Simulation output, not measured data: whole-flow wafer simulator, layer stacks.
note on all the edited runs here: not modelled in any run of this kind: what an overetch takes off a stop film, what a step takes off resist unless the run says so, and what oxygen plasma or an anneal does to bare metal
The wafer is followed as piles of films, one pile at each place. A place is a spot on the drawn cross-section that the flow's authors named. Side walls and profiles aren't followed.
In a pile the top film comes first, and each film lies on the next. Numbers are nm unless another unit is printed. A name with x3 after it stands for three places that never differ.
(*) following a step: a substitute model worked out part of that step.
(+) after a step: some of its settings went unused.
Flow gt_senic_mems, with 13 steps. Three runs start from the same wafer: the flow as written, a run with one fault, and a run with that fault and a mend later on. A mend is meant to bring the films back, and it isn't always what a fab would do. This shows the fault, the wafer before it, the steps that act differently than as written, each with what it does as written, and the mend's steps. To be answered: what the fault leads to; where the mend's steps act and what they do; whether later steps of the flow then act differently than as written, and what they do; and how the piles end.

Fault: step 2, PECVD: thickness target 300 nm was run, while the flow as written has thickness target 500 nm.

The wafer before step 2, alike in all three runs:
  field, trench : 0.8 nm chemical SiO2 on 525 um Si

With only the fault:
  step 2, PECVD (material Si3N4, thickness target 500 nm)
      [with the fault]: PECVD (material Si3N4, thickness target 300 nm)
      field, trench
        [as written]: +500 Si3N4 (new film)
        [with the fault]: +300 Si3N4 (new film)
  Steps later in the flow that act otherwise than as written (2 other steps are not shown; they differ only slightly, by no more than 2% or 0.5 nm, whichever is larger):
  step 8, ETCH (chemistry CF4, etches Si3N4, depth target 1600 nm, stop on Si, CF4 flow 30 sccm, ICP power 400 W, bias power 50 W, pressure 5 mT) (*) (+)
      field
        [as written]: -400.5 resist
        [with the fault]: -267.2 resist
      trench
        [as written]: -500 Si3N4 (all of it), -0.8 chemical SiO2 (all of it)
        [with the fault]: -300 Si3N4 (all of it), -0.8 chemical SiO2 (all of it)
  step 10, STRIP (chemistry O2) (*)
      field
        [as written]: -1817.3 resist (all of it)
        [with the fault]: -1950.6 resist (all of it)
  At field, the piles at the end differ from the flow's by more than 2% or 0.5 nm, whichever is larger.
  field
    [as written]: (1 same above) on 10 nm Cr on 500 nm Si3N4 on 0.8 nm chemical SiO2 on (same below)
    [with the fault]: (1 same above) on 10 nm Cr on 300 nm Si3N4 on 0.8 nm chemical SiO2 on (same below)

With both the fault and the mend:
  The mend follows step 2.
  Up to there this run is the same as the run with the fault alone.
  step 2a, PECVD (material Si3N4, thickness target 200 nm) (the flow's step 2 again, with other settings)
      field, trench
        +200 Si3N4
  None of the later steps of the flow acts differently than as written at any place that is followed.
  By the end, the piles equal the flow's at every place that both follow.
